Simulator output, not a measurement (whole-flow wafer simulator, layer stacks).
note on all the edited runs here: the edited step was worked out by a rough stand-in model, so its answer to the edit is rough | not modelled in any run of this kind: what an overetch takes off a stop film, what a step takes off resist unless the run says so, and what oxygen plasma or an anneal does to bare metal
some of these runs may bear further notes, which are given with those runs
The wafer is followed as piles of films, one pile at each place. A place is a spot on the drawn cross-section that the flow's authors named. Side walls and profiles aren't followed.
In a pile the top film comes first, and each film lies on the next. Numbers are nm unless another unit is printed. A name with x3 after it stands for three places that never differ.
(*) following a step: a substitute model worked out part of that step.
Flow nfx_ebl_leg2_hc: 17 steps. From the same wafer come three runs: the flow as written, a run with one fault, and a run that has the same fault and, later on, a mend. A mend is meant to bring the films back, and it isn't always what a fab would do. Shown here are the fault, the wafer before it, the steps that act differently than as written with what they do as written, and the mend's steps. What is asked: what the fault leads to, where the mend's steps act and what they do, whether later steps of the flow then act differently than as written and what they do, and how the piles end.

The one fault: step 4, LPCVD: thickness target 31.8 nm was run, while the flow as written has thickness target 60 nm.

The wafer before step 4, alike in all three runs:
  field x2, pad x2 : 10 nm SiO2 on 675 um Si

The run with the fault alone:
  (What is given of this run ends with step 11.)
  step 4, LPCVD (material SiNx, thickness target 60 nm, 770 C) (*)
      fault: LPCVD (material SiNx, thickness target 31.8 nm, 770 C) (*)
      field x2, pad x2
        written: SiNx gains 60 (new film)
        fault: SiNx gains 31.8 (new film)
  Every later step of the flow up to step 11 that is run acts as written at every place that is followed.
  After step 11, at field x2, pad x2, the piles differ from the flow's by more than 2% or 0.5 nm, whichever is larger.
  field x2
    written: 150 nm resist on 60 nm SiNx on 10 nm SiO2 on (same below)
    fault: 150 nm resist on 31.8 nm SiNx on 10 nm SiO2 on (same below)
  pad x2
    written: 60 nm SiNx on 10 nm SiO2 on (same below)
    fault: 31.8 nm SiNx on 10 nm SiO2 on (same below)

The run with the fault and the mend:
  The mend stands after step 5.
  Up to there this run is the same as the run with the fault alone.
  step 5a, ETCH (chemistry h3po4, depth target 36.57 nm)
      field x2, pad x2
        SiNx loses 31.8 (all of it)
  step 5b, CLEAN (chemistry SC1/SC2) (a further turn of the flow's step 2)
      leaves every film unchanged at each place that is followed
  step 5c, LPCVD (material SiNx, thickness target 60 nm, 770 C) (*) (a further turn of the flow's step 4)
      field x2, pad x2
        SiNx gains 60 (new film)
  Every later step of the flow that is run acts as written at every place that is followed.
  By the end, the piles equal the flow's at every place that both follow.
